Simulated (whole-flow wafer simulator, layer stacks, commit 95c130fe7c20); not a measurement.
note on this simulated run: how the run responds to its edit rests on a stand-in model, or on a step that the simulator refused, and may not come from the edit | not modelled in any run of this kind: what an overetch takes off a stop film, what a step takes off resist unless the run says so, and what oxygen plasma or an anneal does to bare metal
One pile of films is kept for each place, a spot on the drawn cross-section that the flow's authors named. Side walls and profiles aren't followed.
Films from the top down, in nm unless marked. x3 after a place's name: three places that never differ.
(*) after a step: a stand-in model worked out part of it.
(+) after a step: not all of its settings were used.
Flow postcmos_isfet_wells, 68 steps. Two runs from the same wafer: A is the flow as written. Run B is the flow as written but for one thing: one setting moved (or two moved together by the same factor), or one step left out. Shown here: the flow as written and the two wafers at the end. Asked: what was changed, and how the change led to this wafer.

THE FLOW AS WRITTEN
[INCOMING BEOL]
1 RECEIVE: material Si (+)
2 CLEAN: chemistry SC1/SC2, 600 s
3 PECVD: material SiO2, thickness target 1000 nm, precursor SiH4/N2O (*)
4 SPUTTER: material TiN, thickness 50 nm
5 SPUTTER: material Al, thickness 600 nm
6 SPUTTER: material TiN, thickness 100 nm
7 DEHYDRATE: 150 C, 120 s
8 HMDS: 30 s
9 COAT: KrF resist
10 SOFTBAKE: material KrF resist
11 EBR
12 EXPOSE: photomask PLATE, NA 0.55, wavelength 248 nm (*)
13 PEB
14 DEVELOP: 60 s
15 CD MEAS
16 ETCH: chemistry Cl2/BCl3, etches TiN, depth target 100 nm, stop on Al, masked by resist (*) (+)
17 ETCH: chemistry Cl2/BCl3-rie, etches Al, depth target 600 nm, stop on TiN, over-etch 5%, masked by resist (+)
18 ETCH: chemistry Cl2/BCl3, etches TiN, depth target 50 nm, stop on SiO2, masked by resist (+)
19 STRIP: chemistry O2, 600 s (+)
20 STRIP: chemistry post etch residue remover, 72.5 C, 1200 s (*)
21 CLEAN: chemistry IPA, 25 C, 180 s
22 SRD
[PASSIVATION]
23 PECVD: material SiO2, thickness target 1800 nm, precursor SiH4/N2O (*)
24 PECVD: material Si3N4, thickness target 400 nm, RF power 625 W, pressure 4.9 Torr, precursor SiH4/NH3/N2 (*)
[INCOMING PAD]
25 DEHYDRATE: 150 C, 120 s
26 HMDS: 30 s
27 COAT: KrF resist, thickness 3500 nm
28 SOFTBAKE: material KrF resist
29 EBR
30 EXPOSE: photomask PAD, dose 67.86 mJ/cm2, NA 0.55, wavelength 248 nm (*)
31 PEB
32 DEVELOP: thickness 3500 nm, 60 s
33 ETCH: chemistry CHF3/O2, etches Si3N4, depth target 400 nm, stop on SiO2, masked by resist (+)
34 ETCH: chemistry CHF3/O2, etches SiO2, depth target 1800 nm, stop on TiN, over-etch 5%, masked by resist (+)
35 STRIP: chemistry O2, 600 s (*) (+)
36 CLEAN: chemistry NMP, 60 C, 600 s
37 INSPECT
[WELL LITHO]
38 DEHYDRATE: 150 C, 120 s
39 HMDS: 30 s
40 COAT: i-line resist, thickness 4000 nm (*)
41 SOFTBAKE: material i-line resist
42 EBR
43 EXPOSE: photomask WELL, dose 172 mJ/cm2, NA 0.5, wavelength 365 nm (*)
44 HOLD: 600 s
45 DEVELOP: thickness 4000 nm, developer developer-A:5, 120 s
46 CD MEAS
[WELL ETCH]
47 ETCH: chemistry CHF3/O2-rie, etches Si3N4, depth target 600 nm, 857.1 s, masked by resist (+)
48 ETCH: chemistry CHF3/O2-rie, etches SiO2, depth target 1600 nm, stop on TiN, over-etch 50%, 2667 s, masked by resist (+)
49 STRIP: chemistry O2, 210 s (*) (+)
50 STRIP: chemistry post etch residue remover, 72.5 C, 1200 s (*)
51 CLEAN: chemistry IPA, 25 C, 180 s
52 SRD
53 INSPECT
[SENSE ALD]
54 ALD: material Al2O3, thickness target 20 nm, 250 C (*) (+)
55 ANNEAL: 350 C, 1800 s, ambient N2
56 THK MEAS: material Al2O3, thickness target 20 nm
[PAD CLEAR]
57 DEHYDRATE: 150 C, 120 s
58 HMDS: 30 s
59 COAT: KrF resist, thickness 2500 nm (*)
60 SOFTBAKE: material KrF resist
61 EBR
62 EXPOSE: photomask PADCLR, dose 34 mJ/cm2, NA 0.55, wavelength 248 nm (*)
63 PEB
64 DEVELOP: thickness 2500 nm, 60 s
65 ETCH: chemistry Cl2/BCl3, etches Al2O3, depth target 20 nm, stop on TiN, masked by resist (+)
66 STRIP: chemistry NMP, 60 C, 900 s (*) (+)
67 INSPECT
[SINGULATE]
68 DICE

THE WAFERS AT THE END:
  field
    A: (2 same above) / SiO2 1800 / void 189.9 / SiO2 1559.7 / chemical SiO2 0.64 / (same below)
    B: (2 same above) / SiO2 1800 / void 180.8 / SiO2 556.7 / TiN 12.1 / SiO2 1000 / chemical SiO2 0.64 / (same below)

The cause: step 18, ETCH: depth target 37.5 nm was run, where the flow has depth target 50 nm.

How the change led to this, step by step:
  18 ETCH: chemistry Cl2/BCl3, etches TiN, depth target 50 nm, stop on SiO2, masked by resist (+)
      field: A TiN -50 (all of it) | B TiN -37.5
      margin, well900, well1300 x3, pad_rim, pad_clr, pad_open: A KrF resist -20 | B KrF resist -15
  23 PECVD: material SiO2, thickness target 1800 nm, precursor SiH4/N2O (*)
      field: A SiO2 +1800 (new film), void +189.9 (new film), SiO2 +559.7 | B SiO2 +1800 (new film), void +180.8 (new film), SiO2 +556.7 (new film)
Counting metal films that touch as one body, field has 1 body; the flow as written gives 0 bodies.
